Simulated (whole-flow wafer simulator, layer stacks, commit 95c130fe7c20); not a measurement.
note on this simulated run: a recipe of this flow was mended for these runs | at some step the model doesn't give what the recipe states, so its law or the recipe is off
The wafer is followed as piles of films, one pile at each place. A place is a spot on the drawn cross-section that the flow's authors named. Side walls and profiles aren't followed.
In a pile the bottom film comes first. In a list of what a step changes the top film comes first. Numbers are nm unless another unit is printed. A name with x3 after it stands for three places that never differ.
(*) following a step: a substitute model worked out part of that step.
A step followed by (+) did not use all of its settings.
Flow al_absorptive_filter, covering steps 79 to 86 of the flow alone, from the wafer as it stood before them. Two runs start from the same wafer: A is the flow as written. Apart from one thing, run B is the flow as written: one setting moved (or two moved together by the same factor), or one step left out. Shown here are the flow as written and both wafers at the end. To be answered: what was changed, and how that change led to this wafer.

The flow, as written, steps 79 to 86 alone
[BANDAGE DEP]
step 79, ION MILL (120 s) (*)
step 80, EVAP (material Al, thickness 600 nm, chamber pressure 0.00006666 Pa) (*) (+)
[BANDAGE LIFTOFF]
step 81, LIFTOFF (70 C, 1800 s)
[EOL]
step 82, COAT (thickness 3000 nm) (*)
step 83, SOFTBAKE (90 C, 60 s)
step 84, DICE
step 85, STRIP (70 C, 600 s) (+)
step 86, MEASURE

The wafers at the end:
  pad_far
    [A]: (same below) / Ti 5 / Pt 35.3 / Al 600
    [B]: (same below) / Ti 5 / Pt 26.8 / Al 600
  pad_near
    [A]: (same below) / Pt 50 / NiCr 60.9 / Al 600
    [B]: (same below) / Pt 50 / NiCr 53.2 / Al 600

The reason: step 79, ION MILL: 190 s was run, while the flow as written has 120 s.

The path from the change to this, step by step:
  step 79, ION MILL (120 s) (*)
      gnd, ledge, res and 9 more: A -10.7 i-line-resist | B -16.9 i-line-resist
      pad_far: A -14.7 Pt | B -23.2 Pt
      (and at 1 other place as well)
